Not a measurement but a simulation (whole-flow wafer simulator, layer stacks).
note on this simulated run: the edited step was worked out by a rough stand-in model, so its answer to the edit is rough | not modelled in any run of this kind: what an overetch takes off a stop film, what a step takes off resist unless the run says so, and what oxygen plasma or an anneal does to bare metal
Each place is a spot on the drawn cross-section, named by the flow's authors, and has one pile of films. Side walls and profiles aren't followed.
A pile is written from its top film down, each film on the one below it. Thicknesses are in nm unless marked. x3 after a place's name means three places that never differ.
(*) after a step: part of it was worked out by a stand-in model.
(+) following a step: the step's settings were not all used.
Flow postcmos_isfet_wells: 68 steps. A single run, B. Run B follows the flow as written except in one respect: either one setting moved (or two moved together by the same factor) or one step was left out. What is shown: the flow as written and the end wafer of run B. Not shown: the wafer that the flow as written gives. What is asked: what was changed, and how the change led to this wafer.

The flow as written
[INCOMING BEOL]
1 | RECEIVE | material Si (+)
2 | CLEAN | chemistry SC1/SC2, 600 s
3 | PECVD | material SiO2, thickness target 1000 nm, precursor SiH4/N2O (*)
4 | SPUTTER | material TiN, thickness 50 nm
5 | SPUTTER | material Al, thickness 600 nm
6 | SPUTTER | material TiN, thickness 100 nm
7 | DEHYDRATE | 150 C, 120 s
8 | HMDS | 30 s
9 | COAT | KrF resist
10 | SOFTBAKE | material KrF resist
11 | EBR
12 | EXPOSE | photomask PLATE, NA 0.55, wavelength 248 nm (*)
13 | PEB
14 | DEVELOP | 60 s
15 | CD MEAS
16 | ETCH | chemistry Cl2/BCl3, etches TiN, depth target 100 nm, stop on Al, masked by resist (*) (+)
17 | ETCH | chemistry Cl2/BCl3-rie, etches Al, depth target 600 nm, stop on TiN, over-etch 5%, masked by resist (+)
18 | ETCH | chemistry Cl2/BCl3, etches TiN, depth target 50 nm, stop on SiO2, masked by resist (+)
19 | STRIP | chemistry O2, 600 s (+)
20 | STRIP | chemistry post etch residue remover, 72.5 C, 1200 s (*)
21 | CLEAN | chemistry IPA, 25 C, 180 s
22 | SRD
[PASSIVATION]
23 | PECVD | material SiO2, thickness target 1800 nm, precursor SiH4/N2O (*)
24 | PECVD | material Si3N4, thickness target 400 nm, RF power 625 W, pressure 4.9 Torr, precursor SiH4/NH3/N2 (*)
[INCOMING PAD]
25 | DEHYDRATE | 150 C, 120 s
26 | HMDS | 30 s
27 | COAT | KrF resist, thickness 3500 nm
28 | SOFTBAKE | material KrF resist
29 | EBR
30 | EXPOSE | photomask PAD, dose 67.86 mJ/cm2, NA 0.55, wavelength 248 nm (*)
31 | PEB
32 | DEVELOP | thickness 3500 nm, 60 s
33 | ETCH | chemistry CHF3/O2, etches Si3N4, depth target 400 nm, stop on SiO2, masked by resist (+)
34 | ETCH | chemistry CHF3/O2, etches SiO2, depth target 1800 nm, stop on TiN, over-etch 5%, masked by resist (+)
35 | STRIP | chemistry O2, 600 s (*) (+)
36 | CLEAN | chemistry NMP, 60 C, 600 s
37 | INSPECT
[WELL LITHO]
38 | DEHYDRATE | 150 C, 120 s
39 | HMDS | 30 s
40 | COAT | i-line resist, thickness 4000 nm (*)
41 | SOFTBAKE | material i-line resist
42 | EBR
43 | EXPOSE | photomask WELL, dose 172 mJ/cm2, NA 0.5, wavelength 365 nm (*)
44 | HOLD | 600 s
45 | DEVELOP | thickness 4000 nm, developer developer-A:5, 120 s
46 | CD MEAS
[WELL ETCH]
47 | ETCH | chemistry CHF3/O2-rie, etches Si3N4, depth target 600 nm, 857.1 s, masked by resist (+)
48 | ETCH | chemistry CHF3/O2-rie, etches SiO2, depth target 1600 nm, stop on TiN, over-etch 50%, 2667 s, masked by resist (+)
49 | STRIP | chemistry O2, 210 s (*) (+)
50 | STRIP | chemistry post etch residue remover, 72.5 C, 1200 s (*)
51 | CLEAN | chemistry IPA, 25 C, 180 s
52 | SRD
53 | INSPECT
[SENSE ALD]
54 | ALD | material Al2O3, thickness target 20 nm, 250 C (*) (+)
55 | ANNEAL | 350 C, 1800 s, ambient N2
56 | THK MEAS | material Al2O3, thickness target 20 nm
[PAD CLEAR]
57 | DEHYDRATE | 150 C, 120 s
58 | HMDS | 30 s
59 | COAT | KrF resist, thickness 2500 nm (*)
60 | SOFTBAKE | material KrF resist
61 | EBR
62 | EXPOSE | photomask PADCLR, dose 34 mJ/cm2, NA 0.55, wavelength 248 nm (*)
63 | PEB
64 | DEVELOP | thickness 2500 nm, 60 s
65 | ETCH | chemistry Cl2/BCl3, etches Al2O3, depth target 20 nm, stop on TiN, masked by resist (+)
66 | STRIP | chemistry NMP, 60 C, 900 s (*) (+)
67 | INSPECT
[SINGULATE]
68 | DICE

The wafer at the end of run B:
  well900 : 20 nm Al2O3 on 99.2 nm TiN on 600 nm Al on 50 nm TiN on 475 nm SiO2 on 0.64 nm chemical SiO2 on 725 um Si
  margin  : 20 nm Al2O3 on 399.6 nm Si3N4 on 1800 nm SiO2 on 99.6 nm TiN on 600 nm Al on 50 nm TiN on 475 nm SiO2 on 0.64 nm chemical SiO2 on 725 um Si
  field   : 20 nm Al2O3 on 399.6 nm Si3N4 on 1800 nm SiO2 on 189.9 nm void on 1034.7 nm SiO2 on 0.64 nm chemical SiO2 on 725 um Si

Cause: step 3, PECVD: thickness target 475 nm was run, while the flow as written has thickness target 1000 nm.
The wafer lets one read it off: well900 has SiO2 475, and step 3 as written asks for 1000 nm.

Step by step, how the change led to this:
  3 | PECVD | material SiO2, thickness target 1000 nm, precursor SiH4/N2O (*)
      field, margin, well900, well1300 x3, pad_rim, pad_clr, pad_open: +475 SiO2 (new film) (it would be, as written: +1000 SiO2 (new film))
